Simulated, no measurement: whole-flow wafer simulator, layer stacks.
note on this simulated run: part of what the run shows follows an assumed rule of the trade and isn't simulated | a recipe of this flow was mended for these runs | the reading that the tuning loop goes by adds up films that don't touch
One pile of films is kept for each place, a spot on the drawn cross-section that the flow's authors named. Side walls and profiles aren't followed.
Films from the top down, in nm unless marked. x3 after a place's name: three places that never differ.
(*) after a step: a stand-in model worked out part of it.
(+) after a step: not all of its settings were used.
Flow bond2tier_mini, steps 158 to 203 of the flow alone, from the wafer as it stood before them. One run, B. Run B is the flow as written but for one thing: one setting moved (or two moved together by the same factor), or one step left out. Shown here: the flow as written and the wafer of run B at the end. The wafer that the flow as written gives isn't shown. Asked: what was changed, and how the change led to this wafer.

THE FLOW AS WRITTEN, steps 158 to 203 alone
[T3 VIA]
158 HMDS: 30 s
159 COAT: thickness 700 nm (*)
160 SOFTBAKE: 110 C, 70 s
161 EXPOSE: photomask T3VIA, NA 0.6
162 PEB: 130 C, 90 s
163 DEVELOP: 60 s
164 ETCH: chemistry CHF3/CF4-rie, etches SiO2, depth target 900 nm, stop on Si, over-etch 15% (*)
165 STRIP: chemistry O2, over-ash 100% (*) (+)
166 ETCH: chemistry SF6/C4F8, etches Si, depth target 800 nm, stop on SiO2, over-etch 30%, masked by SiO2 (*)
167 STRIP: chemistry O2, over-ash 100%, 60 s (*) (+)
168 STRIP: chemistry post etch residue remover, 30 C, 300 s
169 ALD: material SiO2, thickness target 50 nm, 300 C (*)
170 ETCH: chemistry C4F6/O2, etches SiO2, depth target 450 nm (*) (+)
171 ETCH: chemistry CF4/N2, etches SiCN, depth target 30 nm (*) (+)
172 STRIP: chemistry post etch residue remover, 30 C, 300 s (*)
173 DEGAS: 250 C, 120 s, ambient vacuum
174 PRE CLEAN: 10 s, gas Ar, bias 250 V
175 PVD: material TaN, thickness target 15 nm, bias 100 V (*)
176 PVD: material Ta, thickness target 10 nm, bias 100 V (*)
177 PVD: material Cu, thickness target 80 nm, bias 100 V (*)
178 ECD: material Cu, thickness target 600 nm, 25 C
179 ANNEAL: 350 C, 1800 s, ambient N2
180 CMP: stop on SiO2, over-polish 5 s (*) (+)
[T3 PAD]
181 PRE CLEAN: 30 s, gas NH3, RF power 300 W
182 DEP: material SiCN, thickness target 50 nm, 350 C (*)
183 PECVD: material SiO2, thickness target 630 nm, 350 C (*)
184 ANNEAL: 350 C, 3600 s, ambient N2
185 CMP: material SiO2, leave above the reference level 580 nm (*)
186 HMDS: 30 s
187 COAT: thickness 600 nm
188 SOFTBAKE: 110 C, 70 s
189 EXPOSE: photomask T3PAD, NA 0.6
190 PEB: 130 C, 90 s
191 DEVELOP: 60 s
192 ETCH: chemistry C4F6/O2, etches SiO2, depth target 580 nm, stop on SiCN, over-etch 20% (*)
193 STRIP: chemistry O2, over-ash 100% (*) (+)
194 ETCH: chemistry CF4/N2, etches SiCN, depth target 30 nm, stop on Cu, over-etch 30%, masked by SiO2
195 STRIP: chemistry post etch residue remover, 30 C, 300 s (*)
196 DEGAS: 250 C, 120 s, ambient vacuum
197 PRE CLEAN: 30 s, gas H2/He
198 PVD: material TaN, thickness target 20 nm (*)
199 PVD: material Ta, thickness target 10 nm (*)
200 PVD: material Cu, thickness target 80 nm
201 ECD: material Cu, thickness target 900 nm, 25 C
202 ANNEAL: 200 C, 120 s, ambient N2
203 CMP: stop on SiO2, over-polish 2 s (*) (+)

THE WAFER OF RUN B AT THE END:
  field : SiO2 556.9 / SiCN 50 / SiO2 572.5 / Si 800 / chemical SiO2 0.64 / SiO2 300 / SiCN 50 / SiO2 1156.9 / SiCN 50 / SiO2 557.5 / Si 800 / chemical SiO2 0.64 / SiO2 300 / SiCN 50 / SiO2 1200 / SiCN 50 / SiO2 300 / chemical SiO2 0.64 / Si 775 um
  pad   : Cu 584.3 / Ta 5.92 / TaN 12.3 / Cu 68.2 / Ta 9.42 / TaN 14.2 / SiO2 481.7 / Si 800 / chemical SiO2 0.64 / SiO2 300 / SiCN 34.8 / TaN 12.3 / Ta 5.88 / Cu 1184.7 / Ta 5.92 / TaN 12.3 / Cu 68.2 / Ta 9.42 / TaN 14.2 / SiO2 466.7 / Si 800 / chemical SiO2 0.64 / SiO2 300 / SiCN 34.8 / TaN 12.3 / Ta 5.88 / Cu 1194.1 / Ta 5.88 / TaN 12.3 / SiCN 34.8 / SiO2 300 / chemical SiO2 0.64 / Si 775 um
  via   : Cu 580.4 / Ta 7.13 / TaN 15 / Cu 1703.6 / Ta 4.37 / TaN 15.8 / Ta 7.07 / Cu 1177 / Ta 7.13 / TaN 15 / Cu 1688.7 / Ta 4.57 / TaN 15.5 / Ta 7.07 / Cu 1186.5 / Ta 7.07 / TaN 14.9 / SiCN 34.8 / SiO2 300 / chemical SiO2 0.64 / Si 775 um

The cause: step 169, ALD: thickness target 65 nm was run, where the flow has thickness target 50 nm.

How the change led to this, step by step:
  169 ALD: material SiO2, thickness target 50 nm, 300 C (*)
      field, pad, via: SiO2 +65 (as written it would be: SiO2 +50)
  170 ETCH: chemistry C4F6/O2, etches SiO2, depth target 450 nm (*) (+)
      via: SiO2 -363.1 (all of it), SiCN -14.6 (as written it would be: SiO2 -348.1 (all of it), SiCN -17.2)
  171 ETCH: chemistry CF4/N2, etches SiCN, depth target 30 nm (*) (+)
      via: SiCN -20.2 (all of it), TaN -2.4 (as written it would be: SiCN -17.6 (all of it), TaN -3.01)
  177 PVD: material Cu, thickness target 80 nm, bias 100 V (*)
      via: Cu +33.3 (new film) (as written it would be: Cu +35 (new film))
